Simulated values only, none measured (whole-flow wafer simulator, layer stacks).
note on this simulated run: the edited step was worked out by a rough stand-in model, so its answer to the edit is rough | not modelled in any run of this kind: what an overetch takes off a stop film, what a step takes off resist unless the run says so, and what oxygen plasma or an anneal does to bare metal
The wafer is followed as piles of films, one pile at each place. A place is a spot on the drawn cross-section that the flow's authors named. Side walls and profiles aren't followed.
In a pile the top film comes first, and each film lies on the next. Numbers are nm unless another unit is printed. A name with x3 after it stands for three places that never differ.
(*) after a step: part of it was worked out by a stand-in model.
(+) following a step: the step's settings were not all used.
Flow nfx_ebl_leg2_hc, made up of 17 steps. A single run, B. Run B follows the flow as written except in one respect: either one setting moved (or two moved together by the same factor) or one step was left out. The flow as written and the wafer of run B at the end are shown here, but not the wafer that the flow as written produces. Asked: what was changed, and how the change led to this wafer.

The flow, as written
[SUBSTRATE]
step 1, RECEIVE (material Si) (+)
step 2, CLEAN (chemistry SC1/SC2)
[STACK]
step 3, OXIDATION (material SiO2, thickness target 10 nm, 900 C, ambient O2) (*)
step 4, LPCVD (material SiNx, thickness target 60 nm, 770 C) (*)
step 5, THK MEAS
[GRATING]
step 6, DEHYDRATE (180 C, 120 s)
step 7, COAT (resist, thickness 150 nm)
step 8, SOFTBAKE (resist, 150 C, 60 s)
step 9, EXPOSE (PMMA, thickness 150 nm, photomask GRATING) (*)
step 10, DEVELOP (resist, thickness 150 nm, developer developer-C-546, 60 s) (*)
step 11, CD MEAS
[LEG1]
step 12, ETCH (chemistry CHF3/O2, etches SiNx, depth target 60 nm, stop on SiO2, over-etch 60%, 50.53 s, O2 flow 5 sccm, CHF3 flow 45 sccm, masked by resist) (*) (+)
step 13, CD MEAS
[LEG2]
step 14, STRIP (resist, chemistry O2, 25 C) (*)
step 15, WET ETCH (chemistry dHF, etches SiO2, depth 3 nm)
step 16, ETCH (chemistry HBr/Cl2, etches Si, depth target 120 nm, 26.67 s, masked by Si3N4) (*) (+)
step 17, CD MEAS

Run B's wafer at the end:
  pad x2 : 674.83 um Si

Cause: step 16, ETCH: depth target 162 nm was run, while the flow as written has depth target 120 nm.

The path from the change to this, step by step:
  step 16, ETCH (chemistry HBr/Cl2, etches Si, depth target 120 nm, 26.67 s, masked by Si3N4) (*) (+)
      pad x2: Si loses 162 (as written it would have been: Si loses 120)
